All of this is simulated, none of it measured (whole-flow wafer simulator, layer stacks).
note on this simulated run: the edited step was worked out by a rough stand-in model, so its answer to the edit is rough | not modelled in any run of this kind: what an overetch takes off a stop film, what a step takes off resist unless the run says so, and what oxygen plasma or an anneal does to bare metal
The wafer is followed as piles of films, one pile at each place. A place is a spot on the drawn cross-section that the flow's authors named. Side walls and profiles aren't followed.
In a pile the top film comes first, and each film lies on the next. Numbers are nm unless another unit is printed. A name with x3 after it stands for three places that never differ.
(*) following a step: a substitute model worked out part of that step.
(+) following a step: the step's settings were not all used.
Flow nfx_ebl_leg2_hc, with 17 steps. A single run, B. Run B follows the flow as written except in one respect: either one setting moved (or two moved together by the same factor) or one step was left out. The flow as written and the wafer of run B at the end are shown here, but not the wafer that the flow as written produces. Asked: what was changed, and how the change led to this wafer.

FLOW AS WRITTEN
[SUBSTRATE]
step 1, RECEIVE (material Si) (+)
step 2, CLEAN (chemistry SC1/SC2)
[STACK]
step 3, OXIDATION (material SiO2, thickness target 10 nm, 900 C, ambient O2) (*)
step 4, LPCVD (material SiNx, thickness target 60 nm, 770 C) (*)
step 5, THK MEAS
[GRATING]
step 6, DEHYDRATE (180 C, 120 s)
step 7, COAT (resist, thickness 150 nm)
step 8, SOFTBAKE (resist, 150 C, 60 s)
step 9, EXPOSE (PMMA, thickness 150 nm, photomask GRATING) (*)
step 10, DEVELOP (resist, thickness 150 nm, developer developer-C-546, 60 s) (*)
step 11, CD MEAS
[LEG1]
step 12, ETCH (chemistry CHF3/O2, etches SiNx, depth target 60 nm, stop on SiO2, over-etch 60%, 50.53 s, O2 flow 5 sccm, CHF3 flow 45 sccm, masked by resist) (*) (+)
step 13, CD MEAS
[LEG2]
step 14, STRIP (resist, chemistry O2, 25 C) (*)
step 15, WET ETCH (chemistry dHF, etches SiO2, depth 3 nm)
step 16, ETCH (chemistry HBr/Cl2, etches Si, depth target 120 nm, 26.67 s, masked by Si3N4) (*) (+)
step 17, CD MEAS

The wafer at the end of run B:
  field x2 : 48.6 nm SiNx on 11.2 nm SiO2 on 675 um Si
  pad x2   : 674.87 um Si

What caused this: step 3, OXIDATION: thickness target 11.2 nm was run, while the flow as written has thickness target 10 nm.
One can read it off the wafer: field x2 has SiO2 11.2, and step 3 as written asks for 10 nm.

How this came from the change, step by step:
  step 3, OXIDATION (material SiO2, thickness target 10 nm, 900 C, ambient O2) (*)
      field x2, pad x2: +11.2 SiO2 (new film), -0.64 chemical SiO2 (all of it), -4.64 Si (as written it would have been: +10 SiO2 (new film), -0.64 chemical SiO2 (all of it), -4.12 Si)
  step 12, ETCH (chemistry CHF3/O2, etches SiNx, depth target 60 nm, stop on SiO2, over-etch 60%, 50.53 s, O2 flow 5 sccm, CHF3 flow 45 sccm, masked by resist) (*) (+)
      pad x2: -60 SiNx (all of it), -11.2 SiO2 (all of it) (as written it would have been: -60 SiNx (all of it), -10 SiO2 (all of it))
